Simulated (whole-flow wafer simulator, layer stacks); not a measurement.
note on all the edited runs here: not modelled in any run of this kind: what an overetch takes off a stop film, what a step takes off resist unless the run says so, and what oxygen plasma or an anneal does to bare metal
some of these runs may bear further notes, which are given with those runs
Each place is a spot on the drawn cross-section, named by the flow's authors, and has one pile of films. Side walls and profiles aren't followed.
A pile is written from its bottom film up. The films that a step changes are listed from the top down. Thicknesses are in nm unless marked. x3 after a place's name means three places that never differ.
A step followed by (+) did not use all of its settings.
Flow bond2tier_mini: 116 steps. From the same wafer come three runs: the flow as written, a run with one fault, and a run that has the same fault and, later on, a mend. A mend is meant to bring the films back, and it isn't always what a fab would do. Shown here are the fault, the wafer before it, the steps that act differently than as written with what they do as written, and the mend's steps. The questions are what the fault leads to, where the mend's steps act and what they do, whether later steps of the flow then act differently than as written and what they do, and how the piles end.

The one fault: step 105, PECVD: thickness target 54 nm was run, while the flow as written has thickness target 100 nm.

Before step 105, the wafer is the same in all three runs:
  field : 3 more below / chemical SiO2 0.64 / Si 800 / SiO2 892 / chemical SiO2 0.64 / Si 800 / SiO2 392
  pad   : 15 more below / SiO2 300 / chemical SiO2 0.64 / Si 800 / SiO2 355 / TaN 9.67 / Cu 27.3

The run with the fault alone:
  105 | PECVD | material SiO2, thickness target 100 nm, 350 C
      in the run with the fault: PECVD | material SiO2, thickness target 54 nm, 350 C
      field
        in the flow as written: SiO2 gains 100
        in the run with the fault: SiO2 gains 54
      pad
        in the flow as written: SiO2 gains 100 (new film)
        in the run with the fault: SiO2 gains 54 (new film)
  Steps further on in the flow that do not act as written (not shown: 2 more steps that differ only slightly, by at most 2% or 0.5 nm, whichever is larger):
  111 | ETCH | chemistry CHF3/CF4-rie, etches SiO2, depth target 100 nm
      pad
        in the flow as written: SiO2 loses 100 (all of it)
        in the run with the fault: SiO2 loses 54 (all of it), Cu loses 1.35
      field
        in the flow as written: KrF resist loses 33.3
        in the run with the fault: KrF resist loses 27
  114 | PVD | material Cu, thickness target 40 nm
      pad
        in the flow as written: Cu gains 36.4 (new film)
        in the run with the fault: Cu gains 38 (new film)
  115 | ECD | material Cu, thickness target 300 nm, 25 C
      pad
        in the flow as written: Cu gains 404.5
        in the run with the fault: Cu gains 357.8
  By the end, the piles at field, pad depart from the flow's by more than 2% or 0.5 nm, whichever is larger.
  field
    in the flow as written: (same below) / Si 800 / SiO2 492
    in the run with the fault: (same below) / Si 800 / SiO2 446
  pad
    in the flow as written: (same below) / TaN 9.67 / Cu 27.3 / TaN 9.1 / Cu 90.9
    in the run with the fault: (same below) / TaN 9.67 / Cu 26 / TaN 9.54 / Cu 45.8

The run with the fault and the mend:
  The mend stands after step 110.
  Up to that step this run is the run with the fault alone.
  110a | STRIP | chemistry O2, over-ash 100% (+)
      field
        KrF resist loses 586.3 (all of it)
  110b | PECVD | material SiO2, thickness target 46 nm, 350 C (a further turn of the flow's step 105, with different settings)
      field, pad
        SiO2 gains 46
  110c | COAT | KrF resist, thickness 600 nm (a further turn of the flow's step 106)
      field, pad
        KrF resist gains 600 (new film)
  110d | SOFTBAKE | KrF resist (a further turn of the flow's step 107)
      leaves every film unchanged at each place that is followed
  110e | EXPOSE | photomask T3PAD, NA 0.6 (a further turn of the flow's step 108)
      leaves every film unchanged at each place that is followed
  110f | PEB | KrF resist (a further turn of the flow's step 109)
      leaves every film unchanged at each place that is followed
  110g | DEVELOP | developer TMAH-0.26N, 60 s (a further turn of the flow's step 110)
      field
        KrF resist loses 13.7
      pad
        KrF resist loses 600 (all of it)
  None of the later steps of the flow acts differently than as written at any place that is followed.
  By the end, the piles equal the flow's at every place that both follow.
